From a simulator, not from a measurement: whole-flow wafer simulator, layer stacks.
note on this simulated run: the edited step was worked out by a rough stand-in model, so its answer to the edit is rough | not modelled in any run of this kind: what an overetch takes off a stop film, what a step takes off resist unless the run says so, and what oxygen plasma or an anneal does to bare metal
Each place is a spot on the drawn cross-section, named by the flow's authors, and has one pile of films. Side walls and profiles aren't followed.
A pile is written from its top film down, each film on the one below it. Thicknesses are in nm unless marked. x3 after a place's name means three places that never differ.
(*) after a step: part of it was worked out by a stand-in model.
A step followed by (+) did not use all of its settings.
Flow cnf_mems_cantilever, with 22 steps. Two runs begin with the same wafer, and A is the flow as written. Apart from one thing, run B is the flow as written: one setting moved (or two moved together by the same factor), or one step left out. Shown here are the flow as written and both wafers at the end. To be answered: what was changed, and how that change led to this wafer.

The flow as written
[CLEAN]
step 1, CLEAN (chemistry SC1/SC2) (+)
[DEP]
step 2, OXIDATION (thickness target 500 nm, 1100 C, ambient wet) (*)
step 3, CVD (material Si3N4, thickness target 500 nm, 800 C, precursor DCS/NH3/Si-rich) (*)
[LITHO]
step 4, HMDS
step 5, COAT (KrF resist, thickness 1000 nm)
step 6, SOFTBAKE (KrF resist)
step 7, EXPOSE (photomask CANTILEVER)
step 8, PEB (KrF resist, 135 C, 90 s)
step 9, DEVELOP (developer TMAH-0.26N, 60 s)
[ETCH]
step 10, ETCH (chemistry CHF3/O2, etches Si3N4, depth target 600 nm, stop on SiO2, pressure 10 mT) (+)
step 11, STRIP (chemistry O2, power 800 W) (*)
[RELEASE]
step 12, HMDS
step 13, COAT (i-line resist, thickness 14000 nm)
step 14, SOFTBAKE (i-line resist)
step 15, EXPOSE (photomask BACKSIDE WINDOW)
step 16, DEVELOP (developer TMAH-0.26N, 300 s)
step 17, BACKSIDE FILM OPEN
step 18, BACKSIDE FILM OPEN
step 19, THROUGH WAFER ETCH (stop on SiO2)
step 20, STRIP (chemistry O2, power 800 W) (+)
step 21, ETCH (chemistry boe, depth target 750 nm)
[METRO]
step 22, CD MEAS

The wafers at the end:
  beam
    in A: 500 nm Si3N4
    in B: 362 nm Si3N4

What caused this: step 3, CVD: thickness target 362 nm was run, while the flow as written has thickness target 500 nm.
One can read it off the wafer: beam has Si3N4 362, and step 3 as written asks for 500 nm.

How this came from the change, step by step:
  step 3, CVD (material Si3N4, thickness target 500 nm, 800 C, precursor DCS/NH3/Si-rich) (*)
      field, beam: A Si3N4 gains 500 (new film) | B Si3N4 gains 362 (new film)
  step 10, ETCH (chemistry CHF3/O2, etches Si3N4, depth target 600 nm, stop on SiO2, pressure 10 mT) (+)
      field: A Si3N4 loses 500 (all of it) | B Si3N4 loses 362 (all of it)
      beam: A KrF resist loses 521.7 | B KrF resist loses 472.2
  step 11, STRIP (chemistry O2, power 800 W) (*)
      beam: A KrF resist loses 419.9 (all of it) | B KrF resist loses 469.5 (all of it)
